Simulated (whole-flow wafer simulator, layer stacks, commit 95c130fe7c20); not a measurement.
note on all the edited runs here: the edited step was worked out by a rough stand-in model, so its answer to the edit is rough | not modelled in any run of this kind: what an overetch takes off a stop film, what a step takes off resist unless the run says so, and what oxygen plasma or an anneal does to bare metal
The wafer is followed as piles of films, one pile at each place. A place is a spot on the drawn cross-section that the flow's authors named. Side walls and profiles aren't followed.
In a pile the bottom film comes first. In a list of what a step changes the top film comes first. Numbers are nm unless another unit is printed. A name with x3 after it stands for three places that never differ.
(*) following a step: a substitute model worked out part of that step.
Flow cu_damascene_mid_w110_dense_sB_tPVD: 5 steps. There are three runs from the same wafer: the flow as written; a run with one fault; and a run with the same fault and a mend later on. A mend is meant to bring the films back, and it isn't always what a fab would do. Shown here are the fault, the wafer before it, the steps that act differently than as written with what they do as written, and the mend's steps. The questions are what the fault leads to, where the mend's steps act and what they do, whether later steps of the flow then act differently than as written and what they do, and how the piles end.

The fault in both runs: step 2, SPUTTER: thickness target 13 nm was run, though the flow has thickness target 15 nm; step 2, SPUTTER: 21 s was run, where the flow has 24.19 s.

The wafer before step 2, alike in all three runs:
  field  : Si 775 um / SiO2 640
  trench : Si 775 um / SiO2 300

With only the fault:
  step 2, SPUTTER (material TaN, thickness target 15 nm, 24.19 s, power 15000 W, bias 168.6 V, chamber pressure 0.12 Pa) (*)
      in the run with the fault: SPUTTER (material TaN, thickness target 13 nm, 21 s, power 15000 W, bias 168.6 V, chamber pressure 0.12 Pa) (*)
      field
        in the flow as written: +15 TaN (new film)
        in the run with the fault: +13 TaN (new film)
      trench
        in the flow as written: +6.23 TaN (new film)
        in the run with the fault: +5.4 TaN (new film)
  Every later step of the flow that is run acts as written, at every place that is followed, to within 2% or 0.5 nm, whichever is larger.
  By the end, the piles at field, trench depart from the flow's by more than 2% or 0.5 nm, whichever is larger.
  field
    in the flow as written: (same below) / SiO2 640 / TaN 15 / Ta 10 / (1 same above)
    in the run with the fault: (same below) / SiO2 640 / TaN 13 / Ta 10 / (1 same above)
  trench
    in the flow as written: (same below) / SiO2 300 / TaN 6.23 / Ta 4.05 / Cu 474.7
    in the run with the fault: (same below) / SiO2 300 / TaN 5.4 / Ta 4.07 / Cu 473.5

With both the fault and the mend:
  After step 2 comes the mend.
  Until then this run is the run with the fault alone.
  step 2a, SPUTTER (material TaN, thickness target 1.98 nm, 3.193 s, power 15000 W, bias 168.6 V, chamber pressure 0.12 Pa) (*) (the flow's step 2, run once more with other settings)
      field
        +1.98 TaN
      trench
        +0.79 TaN
  Every later step of the flow that is run acts as written, at every place that is followed, to within 2% or 0.5 nm, whichever is larger.
  When the end is reached, the piles differ only a little from the flow's at the places that both follow, at most by 2% or 0.5 nm, whichever is larger.
